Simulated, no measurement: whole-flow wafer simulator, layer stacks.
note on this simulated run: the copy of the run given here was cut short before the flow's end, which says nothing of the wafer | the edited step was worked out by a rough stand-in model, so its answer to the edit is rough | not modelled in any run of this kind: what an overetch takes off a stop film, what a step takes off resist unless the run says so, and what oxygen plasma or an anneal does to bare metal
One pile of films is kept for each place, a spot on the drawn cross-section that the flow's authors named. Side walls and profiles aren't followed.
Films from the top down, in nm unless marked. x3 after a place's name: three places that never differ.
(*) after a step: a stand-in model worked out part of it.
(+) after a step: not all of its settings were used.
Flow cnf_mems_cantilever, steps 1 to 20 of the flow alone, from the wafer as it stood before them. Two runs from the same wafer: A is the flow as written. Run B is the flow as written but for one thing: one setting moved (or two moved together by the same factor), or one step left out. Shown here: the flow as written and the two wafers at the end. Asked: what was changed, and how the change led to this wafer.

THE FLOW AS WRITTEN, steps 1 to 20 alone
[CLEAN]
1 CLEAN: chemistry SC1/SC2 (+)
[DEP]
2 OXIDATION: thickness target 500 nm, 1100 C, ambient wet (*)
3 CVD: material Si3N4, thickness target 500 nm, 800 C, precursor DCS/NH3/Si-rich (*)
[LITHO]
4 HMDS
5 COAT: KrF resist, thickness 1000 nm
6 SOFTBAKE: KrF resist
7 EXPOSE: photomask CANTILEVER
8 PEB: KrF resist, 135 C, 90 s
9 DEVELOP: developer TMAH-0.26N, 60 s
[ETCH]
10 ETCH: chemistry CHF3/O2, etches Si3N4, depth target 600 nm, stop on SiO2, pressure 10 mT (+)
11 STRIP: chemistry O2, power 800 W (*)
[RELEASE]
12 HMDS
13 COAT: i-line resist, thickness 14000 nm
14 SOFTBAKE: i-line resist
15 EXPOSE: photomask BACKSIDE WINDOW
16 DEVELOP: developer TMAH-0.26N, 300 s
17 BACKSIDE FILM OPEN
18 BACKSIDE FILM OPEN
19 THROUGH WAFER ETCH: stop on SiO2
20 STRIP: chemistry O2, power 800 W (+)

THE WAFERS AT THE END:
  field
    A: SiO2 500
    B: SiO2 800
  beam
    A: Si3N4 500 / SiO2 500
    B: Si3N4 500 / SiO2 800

The cause: step 2, OXIDATION: thickness target 800 nm was run, where the flow has thickness target 500 nm.
It can be read off the wafer: field has SiO2 800, and step 2 as written asks for 500 nm.

How the change led to this, step by step:
  2 OXIDATION: thickness target 500 nm, 1100 C, ambient wet (*)
      field, beam: A SiO2 +500 (new film), chemical SiO2 -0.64 (all of it), Si -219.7 | B SiO2 +800 (new film), chemical SiO2 -0.64 (all of it), Si -351.7
  19 THROUGH WAFER ETCH: stop on SiO2
      field: A under 1 film: Si -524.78 um (all of it) | B under 1 film: Si -524.65 um (all of it)
      beam: A under 2 films: Si -524.78 um (all of it) | B under 2 films: Si -524.65 um (all of it)
